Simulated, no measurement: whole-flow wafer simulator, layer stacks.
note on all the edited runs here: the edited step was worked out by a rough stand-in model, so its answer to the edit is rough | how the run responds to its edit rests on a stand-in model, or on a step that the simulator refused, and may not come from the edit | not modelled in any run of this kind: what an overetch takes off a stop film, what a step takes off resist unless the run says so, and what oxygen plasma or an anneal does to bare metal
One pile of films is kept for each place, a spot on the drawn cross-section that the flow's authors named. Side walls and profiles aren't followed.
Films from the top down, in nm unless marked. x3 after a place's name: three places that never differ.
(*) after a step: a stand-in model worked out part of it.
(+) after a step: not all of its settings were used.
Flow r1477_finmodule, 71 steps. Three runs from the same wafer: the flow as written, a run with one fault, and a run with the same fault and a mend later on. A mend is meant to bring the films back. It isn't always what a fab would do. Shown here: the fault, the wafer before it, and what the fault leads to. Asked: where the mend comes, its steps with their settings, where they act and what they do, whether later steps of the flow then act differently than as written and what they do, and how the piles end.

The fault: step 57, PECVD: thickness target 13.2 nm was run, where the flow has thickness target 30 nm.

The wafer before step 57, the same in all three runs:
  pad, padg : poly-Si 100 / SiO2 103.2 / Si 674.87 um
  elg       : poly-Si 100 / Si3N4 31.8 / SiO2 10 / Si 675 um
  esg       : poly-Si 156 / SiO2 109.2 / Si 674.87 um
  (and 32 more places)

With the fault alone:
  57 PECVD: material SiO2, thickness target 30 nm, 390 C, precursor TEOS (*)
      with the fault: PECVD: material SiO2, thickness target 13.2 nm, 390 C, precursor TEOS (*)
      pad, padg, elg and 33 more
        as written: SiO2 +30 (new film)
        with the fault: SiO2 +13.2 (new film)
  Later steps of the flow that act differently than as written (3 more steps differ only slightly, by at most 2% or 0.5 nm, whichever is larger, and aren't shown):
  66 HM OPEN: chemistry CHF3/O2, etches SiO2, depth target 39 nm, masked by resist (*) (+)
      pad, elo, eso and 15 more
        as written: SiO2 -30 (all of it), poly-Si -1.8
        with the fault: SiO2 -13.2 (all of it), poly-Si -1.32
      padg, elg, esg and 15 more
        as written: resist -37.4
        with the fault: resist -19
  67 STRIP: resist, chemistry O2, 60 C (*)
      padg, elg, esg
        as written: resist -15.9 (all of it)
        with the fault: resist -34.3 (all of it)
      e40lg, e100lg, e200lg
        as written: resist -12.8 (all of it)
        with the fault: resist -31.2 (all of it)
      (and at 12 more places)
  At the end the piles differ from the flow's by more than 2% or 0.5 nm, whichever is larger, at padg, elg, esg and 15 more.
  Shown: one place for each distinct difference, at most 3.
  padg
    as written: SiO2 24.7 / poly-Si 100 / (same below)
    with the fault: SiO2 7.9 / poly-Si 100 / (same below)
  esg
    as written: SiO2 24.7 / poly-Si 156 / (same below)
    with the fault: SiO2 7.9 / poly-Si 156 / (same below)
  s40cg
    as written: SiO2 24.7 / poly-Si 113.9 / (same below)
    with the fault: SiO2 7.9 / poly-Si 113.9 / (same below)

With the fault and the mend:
  The mend comes after step 58.
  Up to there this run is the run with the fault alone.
  58a PECVD: material SiO2, thickness target 16.8 nm, 390 C, precursor TEOS (*) (the flow's step 57 once more, with other settings)
      pad, padg, elg and 33 more
        SiO2 +16.8
  No later step of the flow acts differently than as written at any place that is followed.
  At the end the piles are the same as the flow's at every place that both follow.
